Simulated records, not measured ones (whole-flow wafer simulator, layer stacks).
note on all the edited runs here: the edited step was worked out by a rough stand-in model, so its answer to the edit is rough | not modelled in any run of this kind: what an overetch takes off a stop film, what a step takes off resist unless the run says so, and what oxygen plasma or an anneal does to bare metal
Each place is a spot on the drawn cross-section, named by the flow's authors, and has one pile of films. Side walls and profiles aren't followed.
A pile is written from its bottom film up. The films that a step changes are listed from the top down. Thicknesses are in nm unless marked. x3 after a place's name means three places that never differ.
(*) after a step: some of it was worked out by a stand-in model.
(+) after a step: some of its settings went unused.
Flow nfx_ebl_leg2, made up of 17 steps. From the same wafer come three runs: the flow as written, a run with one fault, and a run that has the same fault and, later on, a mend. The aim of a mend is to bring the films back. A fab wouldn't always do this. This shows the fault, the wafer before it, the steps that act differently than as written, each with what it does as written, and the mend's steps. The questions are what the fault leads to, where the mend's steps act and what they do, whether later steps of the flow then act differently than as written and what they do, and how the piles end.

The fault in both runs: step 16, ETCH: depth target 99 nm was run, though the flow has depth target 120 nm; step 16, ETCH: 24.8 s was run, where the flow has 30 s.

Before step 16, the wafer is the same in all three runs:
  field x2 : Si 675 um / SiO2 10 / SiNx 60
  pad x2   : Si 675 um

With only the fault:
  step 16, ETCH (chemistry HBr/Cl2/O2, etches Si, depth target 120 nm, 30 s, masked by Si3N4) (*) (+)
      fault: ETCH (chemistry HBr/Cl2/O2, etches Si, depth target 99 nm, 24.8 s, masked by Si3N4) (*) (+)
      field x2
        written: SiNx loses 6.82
        fault: SiNx loses 5.64
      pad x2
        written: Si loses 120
        fault: Si loses 99
  Later steps of the flow that are run all act as written at every place that is followed.
  The piles end different from the flow's at field x2 by more than 2% or 0.5 nm, whichever is larger.
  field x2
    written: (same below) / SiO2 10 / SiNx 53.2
    fault: (same below) / SiO2 10 / SiNx 54.4

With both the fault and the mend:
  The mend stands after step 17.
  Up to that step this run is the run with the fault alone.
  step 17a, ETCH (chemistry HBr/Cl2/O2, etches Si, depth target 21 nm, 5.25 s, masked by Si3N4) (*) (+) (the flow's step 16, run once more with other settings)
      field x2
        SiNx loses 1.19
      pad x2
        Si loses 21
  Later steps of the flow that are run all act as written at every place that is followed.
  At every place that both follow, the piles at the end match the flow's.
